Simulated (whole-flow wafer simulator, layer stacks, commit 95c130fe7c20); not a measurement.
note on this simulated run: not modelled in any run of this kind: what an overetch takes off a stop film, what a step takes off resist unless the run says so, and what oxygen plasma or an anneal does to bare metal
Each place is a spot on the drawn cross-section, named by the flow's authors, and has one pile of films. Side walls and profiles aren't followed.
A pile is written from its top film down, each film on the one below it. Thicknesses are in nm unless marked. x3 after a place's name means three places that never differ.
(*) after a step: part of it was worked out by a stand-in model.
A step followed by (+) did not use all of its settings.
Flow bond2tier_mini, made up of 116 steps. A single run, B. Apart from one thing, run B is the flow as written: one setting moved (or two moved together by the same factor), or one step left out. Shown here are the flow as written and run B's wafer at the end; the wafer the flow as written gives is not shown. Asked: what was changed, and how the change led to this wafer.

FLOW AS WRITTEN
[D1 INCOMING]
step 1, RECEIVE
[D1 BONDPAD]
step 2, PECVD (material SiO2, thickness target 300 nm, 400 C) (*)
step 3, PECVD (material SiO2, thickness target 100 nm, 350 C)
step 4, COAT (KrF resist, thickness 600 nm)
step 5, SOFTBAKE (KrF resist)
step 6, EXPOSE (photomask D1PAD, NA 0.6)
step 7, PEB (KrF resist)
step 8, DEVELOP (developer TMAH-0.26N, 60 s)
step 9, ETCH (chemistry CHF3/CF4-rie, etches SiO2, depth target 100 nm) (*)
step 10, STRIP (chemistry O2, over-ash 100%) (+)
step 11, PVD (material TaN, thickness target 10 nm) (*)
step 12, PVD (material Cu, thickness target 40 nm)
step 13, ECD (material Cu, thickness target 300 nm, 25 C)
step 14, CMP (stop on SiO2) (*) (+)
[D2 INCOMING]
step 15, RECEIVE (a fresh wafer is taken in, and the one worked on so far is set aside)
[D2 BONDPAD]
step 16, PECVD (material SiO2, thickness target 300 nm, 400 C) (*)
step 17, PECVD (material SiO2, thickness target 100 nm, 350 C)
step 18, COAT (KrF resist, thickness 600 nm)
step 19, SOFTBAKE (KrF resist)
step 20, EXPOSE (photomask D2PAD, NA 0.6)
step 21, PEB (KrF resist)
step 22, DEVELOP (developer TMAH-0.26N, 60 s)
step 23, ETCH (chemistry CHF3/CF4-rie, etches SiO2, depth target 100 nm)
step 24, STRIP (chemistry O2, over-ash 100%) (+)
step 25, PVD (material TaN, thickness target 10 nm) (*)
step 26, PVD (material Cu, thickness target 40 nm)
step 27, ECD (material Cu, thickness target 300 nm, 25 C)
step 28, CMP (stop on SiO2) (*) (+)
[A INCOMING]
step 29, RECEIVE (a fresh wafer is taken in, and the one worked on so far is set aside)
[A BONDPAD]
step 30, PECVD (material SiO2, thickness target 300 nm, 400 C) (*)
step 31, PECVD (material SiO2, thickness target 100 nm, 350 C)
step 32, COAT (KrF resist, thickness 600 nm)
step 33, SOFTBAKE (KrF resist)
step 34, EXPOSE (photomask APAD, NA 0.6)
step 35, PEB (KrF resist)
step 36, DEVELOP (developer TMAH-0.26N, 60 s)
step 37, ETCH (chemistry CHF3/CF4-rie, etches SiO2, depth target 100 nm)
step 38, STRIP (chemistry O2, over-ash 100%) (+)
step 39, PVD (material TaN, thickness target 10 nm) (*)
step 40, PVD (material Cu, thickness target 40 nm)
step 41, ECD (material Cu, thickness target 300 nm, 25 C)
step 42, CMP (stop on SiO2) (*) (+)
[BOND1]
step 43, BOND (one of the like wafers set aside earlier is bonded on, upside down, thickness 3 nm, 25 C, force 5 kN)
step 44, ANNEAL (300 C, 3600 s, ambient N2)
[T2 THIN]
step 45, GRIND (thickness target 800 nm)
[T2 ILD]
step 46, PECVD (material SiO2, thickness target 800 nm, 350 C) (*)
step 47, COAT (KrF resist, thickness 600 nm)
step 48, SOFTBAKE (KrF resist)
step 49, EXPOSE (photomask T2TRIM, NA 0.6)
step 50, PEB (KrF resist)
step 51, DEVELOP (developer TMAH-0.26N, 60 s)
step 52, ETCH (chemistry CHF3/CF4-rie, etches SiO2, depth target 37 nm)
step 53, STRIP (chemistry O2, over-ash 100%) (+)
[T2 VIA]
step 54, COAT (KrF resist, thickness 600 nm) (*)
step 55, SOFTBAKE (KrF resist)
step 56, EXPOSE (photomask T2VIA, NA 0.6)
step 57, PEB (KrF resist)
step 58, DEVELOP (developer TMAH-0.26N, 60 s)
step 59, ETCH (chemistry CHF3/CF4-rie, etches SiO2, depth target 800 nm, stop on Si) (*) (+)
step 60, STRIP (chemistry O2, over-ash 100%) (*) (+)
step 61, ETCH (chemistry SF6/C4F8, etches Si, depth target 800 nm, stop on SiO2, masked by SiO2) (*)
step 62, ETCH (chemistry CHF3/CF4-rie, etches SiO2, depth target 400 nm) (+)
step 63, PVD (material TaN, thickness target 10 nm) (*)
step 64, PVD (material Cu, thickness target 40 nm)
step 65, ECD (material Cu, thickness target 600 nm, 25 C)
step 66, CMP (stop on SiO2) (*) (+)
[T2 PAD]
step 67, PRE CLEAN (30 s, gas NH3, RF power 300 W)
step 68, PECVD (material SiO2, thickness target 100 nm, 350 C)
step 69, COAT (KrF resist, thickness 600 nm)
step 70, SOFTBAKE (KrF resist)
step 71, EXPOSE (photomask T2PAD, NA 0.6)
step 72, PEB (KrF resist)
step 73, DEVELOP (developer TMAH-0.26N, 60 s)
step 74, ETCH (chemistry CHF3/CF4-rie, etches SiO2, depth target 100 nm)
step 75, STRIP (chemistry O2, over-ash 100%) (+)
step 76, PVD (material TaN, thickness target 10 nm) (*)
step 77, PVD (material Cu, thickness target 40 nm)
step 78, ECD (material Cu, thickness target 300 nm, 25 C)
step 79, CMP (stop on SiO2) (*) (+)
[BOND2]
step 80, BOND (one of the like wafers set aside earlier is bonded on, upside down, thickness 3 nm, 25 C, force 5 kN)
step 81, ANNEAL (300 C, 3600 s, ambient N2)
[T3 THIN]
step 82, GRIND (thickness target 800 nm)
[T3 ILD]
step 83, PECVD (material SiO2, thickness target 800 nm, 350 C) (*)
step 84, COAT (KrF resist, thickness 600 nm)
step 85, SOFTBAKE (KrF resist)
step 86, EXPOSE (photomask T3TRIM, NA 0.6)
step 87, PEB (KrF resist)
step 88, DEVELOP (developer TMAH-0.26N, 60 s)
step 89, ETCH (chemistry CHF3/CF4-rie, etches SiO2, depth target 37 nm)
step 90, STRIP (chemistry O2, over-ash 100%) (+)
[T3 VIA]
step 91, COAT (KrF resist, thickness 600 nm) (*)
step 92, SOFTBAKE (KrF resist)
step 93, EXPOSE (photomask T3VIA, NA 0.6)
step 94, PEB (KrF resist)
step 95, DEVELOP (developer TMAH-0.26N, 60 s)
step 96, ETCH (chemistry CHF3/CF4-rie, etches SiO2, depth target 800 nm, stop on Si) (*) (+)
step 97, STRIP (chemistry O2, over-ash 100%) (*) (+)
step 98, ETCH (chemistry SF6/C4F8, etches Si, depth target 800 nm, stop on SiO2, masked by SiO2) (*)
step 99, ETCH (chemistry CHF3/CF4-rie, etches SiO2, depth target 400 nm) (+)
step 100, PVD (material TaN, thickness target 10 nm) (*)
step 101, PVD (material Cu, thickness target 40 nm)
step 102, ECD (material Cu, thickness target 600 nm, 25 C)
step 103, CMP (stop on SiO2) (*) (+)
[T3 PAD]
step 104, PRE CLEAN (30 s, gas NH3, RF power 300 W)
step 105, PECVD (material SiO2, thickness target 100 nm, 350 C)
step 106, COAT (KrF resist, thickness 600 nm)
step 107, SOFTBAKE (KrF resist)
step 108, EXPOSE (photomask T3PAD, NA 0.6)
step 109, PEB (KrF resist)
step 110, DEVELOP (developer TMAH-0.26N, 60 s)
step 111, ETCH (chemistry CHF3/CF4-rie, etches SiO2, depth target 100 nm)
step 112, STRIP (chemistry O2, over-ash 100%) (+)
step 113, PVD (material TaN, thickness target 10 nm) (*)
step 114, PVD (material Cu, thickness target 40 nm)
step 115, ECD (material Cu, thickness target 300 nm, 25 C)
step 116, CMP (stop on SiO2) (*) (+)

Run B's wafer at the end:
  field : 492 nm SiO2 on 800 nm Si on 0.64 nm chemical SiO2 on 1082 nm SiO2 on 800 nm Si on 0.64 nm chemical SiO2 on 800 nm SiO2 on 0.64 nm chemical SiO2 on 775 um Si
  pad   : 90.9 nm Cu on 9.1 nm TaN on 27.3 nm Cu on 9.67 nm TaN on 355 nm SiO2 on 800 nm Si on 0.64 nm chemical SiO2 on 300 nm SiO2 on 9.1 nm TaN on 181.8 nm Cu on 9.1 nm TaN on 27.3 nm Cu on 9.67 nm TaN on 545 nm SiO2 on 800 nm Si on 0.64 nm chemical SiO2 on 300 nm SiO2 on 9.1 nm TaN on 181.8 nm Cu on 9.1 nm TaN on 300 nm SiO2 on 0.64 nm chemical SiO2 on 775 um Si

Cause: step 62, ETCH: depth target 210 nm was run, whereas the flow has depth target 400 nm.

Step by step, how the change led to this:
  step 62, ETCH (chemistry CHF3/CF4-rie, etches SiO2, depth target 400 nm) (+)
      field, pad: SiO2 loses 210 (it would be, as written: SiO2 loses 400)
